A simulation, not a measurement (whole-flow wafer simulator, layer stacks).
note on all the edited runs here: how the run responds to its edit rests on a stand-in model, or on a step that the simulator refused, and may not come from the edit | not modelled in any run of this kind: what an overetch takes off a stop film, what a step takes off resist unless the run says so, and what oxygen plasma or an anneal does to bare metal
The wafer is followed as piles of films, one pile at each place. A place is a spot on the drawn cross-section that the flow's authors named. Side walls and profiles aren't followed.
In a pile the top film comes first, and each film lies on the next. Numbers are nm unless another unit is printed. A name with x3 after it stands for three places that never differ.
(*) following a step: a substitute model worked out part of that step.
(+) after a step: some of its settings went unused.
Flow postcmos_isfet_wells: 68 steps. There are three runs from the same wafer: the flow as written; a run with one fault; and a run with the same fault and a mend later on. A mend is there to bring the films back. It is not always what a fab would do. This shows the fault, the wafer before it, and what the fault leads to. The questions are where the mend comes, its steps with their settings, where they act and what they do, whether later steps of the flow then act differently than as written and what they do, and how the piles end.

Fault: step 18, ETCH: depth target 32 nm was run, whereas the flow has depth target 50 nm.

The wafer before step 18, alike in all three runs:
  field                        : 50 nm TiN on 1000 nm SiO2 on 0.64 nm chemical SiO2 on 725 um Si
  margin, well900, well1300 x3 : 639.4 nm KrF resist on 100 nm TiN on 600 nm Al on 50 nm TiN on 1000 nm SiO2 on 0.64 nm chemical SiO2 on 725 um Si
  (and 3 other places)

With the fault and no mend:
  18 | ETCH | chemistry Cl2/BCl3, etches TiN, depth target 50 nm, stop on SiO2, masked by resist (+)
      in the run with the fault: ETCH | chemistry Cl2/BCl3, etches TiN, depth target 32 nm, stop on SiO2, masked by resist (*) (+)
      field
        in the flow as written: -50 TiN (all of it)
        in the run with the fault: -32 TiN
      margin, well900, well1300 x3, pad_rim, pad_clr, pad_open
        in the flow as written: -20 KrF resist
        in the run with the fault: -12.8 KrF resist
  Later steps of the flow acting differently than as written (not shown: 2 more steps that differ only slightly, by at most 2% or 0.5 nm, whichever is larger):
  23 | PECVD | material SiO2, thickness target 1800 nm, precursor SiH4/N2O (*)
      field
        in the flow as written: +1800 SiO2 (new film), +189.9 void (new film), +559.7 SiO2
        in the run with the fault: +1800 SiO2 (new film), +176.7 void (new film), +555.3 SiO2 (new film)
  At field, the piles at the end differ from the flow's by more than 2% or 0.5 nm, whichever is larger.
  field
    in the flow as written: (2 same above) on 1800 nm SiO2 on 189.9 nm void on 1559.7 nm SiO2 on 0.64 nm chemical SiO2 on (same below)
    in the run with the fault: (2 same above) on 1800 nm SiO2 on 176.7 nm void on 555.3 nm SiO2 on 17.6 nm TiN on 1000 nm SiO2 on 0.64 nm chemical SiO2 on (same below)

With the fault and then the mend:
  The mend stands after step 18.
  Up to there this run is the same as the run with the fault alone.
  18a | ETCH | chemistry Cl2/BCl3, etches TiN, depth target 18 nm, stop on SiO2, masked by resist (the flow's step 18, run once more with other settings)
      margin, well900, well1300 x3, pad_rim, pad_clr, pad_open
        -7.2 KrF resist
      field
        -18 TiN (all of it)
  None of the later steps of the flow acts differently than as written at any place that is followed.
  The piles end the same as the flow's at every place that both follow.
